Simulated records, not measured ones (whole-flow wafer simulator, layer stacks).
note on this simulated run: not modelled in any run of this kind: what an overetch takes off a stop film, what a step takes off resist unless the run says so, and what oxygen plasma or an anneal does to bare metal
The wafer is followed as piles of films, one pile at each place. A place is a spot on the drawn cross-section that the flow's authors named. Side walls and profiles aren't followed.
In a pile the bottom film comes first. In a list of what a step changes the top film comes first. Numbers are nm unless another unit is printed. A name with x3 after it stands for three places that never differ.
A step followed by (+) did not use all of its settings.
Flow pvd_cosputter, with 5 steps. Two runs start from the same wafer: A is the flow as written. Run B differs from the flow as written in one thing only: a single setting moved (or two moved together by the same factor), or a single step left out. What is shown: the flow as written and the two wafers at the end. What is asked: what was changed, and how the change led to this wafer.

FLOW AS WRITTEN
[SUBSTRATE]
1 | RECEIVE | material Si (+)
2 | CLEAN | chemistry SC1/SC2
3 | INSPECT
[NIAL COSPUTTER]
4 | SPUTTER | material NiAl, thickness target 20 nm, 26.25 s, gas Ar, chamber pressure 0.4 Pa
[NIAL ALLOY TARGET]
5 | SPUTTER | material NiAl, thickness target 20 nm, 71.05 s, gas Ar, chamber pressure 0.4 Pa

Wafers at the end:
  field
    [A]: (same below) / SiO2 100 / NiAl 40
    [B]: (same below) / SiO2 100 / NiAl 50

Cause: step 5, SPUTTER: thickness target 30 nm was run, while the flow as written has thickness target 20 nm.

Step by step, how the change led to this:
  5 | SPUTTER | material NiAl, thickness target 20 nm, 71.05 s, gas Ar, chamber pressure 0.4 Pa
      field: A NiAl gains 20 | B NiAl gains 30
